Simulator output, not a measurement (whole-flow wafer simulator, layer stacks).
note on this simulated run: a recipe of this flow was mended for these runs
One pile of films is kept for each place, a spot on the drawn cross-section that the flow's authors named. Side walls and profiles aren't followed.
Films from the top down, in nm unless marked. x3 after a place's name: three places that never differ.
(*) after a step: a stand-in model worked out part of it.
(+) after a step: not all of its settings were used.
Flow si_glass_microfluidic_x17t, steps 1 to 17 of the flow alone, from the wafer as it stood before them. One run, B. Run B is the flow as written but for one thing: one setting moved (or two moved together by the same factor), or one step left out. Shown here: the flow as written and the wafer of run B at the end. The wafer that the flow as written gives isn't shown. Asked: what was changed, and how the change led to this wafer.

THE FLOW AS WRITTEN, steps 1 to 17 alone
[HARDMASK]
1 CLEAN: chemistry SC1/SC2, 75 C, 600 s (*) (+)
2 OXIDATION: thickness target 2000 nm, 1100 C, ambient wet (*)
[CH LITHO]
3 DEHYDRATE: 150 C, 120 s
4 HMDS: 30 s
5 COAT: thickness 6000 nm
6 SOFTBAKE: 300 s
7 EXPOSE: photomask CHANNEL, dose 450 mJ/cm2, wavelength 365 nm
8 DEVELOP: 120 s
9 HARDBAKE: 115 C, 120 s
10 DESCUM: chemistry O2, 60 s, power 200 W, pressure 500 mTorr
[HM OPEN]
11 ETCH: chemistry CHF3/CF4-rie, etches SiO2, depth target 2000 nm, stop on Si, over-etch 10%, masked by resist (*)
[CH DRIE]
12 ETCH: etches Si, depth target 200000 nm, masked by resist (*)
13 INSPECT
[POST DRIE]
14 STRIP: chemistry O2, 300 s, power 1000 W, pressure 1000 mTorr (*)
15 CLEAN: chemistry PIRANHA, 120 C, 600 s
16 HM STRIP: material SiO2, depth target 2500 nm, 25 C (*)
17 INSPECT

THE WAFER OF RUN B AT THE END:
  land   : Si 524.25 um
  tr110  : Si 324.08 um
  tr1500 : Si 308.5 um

The cause: step 2, OXIDATION: thickness target 1700 nm was run, where the flow has thickness target 2000 nm.

How the change led to this, step by step:
  2 OXIDATION: thickness target 2000 nm, 1100 C, ambient wet (*)
      land, tr110, tr1500, tr15: SiO2 +1700 (new film), chemical SiO2 -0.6 (all of it), Si -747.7 (as written it would be: SiO2 +2000 (new film), chemical SiO2 -0.6 (all of it), Si -879.7)
  11 ETCH: chemistry CHF3/CF4-rie, etches SiO2, depth target 2000 nm, stop on Si, over-etch 10%, masked by resist (*)
      tr110, tr1500, tr15: SiO2 -1700 (all of it), Si -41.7 (as written it would be: SiO2 -2000 (all of it), Si -16.7)
      land: thick-i-line-resist -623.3 (as written it would be: thick-i-line-resist -733.3)
  12 ETCH: etches Si, depth target 200000 nm, masked by resist (*)
      tr1500: Si -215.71 um (as written it would be: Si -215.73 um)
      tr15: Si -150.05 um (as written it would be: Si -149.99 um)
  14 STRIP: chemistry O2, 300 s, power 1000 W, pressure 1000 mTorr (*)
      land: thick-i-line-resist -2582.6 (all of it) (as written it would be: thick-i-line-resist -2472.3 (all of it))
  16 HM STRIP: material SiO2, depth target 2500 nm, 25 C (*)
      land: SiO2 -1700 (all of it) (as written it would be: SiO2 -2000 (all of it))
